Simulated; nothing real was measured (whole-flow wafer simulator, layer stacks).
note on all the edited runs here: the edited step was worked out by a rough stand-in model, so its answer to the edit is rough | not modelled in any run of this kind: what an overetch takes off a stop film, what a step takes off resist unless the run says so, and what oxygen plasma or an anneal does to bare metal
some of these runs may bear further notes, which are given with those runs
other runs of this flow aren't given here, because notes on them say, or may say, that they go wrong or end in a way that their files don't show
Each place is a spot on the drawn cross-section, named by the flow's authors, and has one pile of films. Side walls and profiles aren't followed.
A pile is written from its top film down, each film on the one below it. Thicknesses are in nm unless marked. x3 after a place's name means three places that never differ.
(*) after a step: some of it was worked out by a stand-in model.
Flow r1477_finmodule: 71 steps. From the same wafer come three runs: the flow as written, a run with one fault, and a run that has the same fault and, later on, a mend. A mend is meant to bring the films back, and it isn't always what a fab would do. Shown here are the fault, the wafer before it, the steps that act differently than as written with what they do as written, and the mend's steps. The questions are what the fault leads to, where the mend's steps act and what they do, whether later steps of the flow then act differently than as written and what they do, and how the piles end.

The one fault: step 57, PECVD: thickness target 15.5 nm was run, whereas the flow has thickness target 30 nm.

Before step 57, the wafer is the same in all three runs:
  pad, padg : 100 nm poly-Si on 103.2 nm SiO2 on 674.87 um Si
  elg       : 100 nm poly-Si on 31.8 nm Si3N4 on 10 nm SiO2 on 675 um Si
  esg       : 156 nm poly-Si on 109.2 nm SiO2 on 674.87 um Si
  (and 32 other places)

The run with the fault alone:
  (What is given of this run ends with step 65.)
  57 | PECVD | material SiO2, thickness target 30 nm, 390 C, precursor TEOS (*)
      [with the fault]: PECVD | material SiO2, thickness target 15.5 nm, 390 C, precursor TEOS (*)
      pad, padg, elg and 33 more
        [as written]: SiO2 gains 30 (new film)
        [with the fault]: SiO2 gains 15.5 (new film)
  Every later step of the flow up to step 65 that is run acts as written, at every place that is followed, to within 2% or 0.5 nm, whichever is larger.
  After step 65, at pad, padg, elg and 33 more, the piles differ from the flow's by more than 2% or 0.5 nm, whichever is larger.
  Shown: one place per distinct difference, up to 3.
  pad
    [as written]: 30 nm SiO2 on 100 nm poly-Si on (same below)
    [with the fault]: 15.5 nm SiO2 on 100 nm poly-Si on (same below)
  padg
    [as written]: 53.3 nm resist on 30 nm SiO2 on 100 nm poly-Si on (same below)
    [with the fault]: 53.3 nm resist on 15.5 nm SiO2 on 100 nm poly-Si on (same below)
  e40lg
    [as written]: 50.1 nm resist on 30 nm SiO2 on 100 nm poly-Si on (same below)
    [with the fault]: 50.1 nm resist on 15.5 nm SiO2 on 100 nm poly-Si on (same below)

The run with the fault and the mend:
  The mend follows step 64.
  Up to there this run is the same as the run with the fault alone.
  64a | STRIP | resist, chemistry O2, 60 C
      padg, elg, esg
        resist loses 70 (all of it)
      e40lg, e100lg, e200lg
        resist loses 66.9 (all of it)
      s40sg, s45sg
        resist loses 91 (all of it)
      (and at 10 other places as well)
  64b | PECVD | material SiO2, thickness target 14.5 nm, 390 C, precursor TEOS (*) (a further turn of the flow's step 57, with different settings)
      pad, padg, elg and 33 more
        SiO2 gains 14.5
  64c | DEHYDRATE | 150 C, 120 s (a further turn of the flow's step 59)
      leaves every film unchanged at each place that is followed
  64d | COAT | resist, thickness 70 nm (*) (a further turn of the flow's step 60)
      e40lg, e100lg, e200lg, elo, e40lo, e100lo, e200lo
        resist gains 66.9 (new film)
      pad, padg, elg, esg
        resist gains 70 (new film)
      s40sg, s45sg, s40so, s45so
        resist gains 91 (new film)
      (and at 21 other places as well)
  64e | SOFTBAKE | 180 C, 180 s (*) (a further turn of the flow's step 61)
      leaves every film unchanged at each place that is followed
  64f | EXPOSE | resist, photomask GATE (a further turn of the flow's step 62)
      leaves every film unchanged at each place that is followed
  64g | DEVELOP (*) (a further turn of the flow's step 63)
      elo, e40lo, e100lo, e200lo
        resist loses 66.9 (all of it)
      eso, e40so
        resist loses 129.5 (all of it)
      s40so, s45so
        resist loses 91 (all of it)
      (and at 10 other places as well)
  Every later step of the flow that is run acts as written at every place that is followed.
  At every place that both follow, the piles at the end match the flow's.
